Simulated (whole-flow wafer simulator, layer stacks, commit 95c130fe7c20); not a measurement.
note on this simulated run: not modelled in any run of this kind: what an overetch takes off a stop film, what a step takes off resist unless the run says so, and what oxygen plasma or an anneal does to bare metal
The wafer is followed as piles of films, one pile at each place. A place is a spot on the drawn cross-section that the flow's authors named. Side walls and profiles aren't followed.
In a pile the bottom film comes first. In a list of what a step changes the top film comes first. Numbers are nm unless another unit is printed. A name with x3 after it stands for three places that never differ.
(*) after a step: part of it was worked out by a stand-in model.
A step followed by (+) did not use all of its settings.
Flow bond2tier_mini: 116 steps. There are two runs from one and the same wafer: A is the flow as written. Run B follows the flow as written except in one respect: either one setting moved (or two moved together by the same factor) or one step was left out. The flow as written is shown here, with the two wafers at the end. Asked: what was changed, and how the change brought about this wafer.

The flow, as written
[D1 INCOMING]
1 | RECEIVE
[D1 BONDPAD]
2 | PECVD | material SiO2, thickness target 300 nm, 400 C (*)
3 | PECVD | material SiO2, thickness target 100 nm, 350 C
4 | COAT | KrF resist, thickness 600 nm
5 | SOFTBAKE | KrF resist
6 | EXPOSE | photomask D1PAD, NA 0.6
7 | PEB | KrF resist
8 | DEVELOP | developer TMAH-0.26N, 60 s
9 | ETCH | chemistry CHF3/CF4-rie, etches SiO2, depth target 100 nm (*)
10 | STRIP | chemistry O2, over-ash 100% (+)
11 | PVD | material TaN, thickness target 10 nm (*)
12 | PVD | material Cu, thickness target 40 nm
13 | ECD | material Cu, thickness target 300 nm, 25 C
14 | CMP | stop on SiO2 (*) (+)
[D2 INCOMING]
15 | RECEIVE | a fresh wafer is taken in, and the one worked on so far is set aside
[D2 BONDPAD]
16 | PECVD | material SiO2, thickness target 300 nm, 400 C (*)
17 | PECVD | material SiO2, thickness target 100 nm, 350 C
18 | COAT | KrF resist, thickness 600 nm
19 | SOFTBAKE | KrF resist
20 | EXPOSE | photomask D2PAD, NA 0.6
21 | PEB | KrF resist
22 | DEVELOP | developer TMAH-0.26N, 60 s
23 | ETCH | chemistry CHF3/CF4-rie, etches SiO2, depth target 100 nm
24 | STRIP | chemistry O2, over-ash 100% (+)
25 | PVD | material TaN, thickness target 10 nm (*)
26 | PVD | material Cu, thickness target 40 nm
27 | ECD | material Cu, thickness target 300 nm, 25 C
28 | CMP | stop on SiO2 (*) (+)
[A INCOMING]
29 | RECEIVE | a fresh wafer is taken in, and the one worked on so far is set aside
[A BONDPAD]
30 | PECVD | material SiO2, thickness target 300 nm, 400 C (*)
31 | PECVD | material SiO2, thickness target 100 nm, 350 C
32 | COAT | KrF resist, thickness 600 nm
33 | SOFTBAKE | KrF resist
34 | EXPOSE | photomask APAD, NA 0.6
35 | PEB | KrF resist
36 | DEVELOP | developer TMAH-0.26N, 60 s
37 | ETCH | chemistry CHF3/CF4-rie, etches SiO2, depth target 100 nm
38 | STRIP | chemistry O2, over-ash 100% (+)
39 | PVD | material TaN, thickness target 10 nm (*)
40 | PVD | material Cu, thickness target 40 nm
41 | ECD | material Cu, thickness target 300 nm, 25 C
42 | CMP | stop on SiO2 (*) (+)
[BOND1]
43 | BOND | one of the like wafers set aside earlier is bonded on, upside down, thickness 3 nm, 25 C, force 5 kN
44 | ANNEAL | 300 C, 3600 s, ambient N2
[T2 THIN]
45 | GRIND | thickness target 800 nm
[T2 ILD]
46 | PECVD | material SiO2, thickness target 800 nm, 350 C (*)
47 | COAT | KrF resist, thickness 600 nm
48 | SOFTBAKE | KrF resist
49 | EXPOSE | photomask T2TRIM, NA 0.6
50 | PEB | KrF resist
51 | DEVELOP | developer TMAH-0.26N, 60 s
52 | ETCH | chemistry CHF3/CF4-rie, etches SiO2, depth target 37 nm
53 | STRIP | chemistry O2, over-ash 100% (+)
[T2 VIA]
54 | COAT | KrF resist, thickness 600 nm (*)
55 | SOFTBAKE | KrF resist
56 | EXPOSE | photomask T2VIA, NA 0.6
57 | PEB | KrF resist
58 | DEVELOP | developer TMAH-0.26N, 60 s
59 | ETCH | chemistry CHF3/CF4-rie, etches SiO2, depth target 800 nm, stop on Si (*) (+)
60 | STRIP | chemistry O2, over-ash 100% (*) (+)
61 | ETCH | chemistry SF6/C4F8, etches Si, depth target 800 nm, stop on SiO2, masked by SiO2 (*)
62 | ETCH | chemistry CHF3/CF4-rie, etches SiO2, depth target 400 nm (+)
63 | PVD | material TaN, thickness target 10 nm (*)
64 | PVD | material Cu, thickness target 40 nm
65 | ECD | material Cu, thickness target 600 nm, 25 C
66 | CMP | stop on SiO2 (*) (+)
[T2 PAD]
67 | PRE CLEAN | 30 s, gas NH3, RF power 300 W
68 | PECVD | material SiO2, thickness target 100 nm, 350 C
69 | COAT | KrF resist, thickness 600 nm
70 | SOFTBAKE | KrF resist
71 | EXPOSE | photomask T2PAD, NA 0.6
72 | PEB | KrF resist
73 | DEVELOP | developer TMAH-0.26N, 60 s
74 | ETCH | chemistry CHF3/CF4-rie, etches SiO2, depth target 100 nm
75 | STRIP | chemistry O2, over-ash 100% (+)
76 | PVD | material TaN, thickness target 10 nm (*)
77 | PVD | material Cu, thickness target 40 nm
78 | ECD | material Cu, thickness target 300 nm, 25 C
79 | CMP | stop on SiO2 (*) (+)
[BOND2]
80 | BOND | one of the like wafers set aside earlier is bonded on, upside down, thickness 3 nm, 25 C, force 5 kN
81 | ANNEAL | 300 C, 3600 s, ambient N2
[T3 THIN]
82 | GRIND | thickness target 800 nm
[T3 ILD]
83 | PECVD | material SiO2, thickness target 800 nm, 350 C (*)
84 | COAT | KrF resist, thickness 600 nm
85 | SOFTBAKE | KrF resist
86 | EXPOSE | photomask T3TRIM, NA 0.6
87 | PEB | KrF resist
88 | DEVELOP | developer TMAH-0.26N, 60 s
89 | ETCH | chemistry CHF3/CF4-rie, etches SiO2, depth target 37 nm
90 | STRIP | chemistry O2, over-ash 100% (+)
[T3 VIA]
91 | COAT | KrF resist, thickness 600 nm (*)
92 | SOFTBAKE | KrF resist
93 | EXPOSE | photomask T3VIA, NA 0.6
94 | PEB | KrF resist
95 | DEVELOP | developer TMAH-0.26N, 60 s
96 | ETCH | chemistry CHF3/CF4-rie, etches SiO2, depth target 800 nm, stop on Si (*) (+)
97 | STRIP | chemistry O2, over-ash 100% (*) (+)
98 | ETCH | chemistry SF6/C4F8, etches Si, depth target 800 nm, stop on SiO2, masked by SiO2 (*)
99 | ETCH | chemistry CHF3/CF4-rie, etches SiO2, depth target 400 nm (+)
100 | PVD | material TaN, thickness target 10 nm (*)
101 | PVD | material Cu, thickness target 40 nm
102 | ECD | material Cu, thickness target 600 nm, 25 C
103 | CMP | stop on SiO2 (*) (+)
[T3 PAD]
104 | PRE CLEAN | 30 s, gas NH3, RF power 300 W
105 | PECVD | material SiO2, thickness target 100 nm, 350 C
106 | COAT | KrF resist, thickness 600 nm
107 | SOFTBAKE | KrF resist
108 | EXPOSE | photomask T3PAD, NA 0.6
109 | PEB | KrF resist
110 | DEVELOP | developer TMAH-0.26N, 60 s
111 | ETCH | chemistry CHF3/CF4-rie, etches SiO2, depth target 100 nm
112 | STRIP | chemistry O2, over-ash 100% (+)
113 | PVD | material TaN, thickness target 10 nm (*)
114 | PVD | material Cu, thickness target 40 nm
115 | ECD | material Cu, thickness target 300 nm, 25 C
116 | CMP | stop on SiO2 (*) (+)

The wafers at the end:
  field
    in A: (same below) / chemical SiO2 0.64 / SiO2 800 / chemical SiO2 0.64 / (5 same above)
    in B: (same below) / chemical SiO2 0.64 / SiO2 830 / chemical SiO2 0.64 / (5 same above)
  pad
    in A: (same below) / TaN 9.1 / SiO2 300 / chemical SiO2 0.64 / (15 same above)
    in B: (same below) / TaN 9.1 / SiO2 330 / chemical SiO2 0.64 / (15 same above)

Cause: step 3, PECVD: thickness target 130 nm was run, though the flow has thickness target 100 nm.

The path from the change to this, step by step:
  3 | PECVD | material SiO2, thickness target 100 nm, 350 C
      field, pad, via: A SiO2 gains 100 | B SiO2 gains 130
  43 | BOND | one of the like wafers set aside earlier is bonded on, upside down, thickness 3 nm, 25 C, force 5 kN
      field: A Si gains 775 um (new film), chemical SiO2 gains 0.64 (new film), SiO2 gains 400 | B Si gains 775 um (new film), chemical SiO2 gains 0.64 (new film), SiO2 gains 430
      pad: A Si gains 775 um (new film), chemical SiO2 gains 0.64 (new film), SiO2 gains 300 (new film), TaN gains 9.1 (new film), Cu gains 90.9 | B Si gains 775 um (new film), chemical SiO2 gains 0.64 (new film), SiO2 gains 330 (new film), TaN gains 9.1 (new film), Cu gains 90.9
      (as well as at 1 more place)
